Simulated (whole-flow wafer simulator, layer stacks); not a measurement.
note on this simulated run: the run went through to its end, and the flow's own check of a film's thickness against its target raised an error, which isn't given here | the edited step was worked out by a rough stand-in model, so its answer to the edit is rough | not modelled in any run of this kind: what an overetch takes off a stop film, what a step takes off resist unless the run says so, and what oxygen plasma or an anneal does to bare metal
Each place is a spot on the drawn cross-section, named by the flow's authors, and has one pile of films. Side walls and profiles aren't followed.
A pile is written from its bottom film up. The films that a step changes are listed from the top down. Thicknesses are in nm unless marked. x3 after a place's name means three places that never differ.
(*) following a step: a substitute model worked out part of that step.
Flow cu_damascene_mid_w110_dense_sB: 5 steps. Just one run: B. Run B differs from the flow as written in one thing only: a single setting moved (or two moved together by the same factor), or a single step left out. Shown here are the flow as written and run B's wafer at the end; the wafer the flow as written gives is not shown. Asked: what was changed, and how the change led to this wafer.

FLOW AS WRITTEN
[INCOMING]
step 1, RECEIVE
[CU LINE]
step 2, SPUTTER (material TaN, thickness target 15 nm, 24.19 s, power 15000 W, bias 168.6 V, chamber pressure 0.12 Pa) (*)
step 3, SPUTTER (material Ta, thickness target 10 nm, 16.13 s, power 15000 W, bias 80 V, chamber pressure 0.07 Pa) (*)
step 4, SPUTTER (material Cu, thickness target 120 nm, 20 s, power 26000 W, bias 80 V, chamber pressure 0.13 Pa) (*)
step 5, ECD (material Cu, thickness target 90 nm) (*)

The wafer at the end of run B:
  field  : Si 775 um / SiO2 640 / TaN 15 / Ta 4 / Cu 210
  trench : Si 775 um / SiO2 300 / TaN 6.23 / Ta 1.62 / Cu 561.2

Cause: step 3, SPUTTER: thickness target 4 nm was run, while the flow as written has thickness target 10 nm; step 3, SPUTTER: 6.45 s was run, where the flow has 16.13 s.
The wafer lets one read it off: field has Ta 4, and step 3 as written asks for 10 nm.

How this came from the change, step by step:
  step 3, SPUTTER (material Ta, thickness target 10 nm, 16.13 s, power 15000 W, bias 80 V, chamber pressure 0.07 Pa) (*)
      field: Ta gains 4 (new film) (in the flow as written it would be: Ta gains 10 (new film))
      trench: Ta gains 1.62 (new film) (in the flow as written it would be: Ta gains 4.05 (new film))
